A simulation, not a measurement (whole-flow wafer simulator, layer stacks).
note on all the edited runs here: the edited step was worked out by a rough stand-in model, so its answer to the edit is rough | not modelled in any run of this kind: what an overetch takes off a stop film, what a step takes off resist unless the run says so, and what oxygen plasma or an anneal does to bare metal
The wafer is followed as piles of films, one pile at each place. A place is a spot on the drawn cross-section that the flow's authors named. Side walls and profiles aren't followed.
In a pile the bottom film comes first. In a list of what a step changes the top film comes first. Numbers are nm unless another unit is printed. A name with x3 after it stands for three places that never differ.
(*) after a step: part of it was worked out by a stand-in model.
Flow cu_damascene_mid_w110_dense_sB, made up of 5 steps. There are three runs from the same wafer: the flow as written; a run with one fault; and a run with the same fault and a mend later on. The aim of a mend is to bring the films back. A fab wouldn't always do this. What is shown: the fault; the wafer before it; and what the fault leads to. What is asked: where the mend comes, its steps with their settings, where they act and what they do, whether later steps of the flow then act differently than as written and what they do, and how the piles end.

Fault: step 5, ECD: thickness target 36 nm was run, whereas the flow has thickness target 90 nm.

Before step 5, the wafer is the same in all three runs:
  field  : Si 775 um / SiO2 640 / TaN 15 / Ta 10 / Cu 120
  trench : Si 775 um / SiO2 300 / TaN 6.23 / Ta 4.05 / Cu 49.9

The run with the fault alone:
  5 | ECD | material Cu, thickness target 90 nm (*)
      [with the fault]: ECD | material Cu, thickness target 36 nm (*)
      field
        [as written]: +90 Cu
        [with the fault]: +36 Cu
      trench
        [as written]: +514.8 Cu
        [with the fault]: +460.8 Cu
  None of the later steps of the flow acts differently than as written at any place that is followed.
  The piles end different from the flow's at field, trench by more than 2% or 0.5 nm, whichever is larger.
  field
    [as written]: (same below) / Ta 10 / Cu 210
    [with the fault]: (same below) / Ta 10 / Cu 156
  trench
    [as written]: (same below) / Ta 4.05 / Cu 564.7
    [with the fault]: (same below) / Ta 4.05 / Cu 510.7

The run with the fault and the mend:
  The mend stands after step 5.
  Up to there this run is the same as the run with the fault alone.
  5a | ECD | material Cu, thickness target 54 nm (a further turn of the flow's step 5, with different settings)
      field, trench
        +54 Cu
  None of the later steps of the flow acts differently than as written at any place that is followed.
  By the end, the piles equal the flow's at every place that both follow.
